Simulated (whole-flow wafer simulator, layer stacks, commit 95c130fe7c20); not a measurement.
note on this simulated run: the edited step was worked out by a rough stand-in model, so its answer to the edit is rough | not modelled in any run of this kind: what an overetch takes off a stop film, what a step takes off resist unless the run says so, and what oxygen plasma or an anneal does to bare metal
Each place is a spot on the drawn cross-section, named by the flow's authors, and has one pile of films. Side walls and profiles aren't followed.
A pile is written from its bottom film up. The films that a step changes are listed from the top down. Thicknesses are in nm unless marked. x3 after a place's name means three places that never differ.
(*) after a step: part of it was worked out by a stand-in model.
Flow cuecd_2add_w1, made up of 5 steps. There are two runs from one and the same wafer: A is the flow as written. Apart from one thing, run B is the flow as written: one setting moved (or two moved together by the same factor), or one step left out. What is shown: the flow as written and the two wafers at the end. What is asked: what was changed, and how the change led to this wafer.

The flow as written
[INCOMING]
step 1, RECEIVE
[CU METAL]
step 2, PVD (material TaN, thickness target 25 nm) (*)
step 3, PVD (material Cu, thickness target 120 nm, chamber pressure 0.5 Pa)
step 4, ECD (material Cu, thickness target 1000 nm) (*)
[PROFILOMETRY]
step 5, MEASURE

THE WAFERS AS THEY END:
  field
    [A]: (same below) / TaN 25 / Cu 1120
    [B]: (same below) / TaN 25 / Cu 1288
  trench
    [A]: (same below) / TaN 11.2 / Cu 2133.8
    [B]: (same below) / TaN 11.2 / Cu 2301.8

What caused this: step 4, ECD: thickness target 1168 nm was run, though the flow has thickness target 1000 nm.

Step by step, how the change led to this:
  step 4, ECD (material Cu, thickness target 1000 nm) (*)
      field: A +1000 Cu | B +1168 Cu
      trench: A +2080.2 Cu | B +2248.2 Cu
